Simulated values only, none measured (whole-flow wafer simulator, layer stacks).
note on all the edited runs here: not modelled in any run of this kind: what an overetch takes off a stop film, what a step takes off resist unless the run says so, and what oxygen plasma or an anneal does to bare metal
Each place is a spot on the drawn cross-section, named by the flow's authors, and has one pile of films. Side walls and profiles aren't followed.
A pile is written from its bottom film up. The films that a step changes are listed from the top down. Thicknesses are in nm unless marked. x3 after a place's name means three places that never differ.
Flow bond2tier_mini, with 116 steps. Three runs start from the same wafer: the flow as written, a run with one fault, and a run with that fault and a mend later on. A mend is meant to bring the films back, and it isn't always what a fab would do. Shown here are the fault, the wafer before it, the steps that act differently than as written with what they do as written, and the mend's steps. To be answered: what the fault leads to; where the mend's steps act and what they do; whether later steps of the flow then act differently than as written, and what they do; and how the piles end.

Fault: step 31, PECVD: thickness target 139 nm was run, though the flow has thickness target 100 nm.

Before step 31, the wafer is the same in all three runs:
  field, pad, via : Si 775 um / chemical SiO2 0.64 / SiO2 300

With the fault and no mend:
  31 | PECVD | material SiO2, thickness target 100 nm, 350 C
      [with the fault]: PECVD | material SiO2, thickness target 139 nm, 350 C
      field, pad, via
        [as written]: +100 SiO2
        [with the fault]: +139 SiO2
  Every later step of the flow that is run acts as written at every place that is followed.
  The piles end different from the flow's at field, pad by more than 2% or 0.5 nm, whichever is larger.
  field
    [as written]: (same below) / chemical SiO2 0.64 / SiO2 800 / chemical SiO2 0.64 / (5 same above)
    [with the fault]: (same below) / chemical SiO2 0.64 / SiO2 839 / chemical SiO2 0.64 / (5 same above)
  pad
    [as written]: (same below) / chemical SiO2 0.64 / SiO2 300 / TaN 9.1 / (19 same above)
    [with the fault]: (same below) / chemical SiO2 0.64 / SiO2 339 / TaN 9.1 / (19 same above)

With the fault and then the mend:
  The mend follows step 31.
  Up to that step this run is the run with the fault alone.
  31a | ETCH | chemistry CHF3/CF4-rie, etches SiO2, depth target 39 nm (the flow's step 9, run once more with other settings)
      field, pad, via
        -39 SiO2
  Every later step of the flow that is run acts as written at every place that is followed.
  The piles end the same as the flow's at every place that both follow.
